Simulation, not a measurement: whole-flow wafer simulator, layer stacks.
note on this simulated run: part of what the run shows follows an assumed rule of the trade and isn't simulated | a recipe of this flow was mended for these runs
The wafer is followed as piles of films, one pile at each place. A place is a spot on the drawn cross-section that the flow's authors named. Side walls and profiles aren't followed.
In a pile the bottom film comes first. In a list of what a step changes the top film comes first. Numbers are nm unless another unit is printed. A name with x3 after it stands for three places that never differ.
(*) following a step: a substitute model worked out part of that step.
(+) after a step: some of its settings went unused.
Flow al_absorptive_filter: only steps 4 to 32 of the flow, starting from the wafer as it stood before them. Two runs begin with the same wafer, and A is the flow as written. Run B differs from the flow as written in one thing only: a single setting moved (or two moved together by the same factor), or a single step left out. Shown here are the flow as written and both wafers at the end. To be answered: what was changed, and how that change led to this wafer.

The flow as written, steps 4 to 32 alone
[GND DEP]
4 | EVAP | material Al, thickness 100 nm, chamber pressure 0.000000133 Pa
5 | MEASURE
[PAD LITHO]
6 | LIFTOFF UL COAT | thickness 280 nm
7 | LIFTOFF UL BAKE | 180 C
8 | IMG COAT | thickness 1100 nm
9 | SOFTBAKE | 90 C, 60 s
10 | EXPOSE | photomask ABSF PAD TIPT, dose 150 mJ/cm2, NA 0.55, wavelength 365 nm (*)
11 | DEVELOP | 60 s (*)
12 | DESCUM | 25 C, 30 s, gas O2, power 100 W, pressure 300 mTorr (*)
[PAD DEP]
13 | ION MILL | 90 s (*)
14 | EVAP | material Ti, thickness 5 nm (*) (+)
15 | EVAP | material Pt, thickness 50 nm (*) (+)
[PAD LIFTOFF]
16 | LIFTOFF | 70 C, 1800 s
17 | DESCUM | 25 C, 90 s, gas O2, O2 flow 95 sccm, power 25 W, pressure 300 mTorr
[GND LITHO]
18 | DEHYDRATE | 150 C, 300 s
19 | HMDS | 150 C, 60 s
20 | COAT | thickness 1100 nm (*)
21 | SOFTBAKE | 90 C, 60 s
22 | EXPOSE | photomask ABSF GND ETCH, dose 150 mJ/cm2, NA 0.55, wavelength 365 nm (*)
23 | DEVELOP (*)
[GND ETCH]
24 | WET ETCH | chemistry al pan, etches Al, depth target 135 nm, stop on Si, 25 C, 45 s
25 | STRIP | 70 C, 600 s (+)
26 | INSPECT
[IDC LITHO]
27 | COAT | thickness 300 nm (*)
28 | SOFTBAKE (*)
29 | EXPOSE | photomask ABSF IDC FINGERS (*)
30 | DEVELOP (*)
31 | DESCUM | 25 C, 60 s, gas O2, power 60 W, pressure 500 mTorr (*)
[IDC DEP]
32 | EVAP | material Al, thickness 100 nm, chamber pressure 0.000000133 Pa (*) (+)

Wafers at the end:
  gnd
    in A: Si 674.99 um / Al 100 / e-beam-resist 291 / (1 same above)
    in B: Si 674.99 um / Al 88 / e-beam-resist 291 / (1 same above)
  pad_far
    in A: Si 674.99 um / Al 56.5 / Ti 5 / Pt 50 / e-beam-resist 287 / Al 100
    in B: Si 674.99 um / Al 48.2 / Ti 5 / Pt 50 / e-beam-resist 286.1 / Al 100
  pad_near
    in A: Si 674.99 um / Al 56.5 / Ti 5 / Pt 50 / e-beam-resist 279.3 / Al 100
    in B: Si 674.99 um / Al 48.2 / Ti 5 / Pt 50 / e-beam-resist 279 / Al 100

The reason: step 4, EVAP: thickness 88 nm was run, while the flow as written has thickness 100 nm; step 13, ION MILL: 79 s was run, where the flow has 90 s.
The wafer lets one read it off: gnd has Al 88, and step 4 as written asks for 100 nm.

Step by step, how the change led to this:
  4 | EVAP | material Al, thickness 100 nm, chamber pressure 0.000000133 Pa
      gnd, pad_far, pad_near and 11 more: A Al gains 100 (new film) | B Al gains 88 (new film)
  13 | ION MILL | 90 s (*)
      gnd, ledge, res, xa_field x4, xl_gap, xl_turn, idc_field x2, idc_line: A i-line-resist loses 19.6 | B i-line-resist loses 17.2
      pad_far, pad_near: A Al loses 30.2 | B Al loses 26.5
  24 | WET ETCH | chemistry al pan, etches Al, depth target 135 nm, stop on Si, 25 C, 45 s
      res, xl_gap, idc_field x2, idc_line: A Al loses 86.7 (all of it) | B Al loses 74.7 (all of it)
  27 | COAT | thickness 300 nm (*)
      xl_gap: A e-beam-resist gains 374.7 (new film) | B e-beam-resist gains 365.8 (new film)
